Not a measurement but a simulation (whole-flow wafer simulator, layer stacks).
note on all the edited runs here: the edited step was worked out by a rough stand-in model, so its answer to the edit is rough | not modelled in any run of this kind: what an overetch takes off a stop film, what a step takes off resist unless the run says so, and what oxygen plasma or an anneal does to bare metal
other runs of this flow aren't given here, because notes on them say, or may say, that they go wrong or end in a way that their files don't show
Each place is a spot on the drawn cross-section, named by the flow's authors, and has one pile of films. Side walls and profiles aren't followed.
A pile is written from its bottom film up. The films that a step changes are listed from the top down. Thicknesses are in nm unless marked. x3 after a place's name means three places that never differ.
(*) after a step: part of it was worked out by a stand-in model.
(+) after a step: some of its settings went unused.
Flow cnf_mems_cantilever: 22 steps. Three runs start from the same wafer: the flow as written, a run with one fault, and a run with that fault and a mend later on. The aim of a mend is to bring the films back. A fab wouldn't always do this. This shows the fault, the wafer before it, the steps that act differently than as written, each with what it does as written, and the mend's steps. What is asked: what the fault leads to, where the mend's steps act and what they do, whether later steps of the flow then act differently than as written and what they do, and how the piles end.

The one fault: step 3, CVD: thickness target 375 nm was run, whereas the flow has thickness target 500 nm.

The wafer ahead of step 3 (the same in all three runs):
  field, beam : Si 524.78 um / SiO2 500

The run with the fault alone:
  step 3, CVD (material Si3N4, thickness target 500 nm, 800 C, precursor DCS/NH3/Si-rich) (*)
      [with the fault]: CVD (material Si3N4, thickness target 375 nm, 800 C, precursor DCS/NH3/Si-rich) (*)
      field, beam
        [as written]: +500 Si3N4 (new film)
        [with the fault]: +375 Si3N4 (new film)
  Steps later in the flow that act otherwise than as written:
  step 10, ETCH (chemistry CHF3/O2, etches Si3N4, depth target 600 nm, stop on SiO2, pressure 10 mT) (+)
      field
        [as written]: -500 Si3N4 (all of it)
        [with the fault]: -375 Si3N4 (all of it)
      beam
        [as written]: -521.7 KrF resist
        [with the fault]: -489.1 KrF resist
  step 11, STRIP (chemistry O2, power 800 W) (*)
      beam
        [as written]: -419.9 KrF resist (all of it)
        [with the fault]: -452.5 KrF resist (all of it)
  At beam, the piles at the end differ from the flow's by more than 2% or 0.5 nm, whichever is larger.
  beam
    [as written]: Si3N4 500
    [with the fault]: Si3N4 375

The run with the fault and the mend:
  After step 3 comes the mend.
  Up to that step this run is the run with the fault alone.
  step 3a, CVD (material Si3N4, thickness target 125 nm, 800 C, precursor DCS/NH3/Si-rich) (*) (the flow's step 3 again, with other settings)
      field, beam
        +125 Si3N4
  Later steps of the flow that are run all act as written at every place that is followed.
  By the end, the piles equal the flow's at every place that both follow.
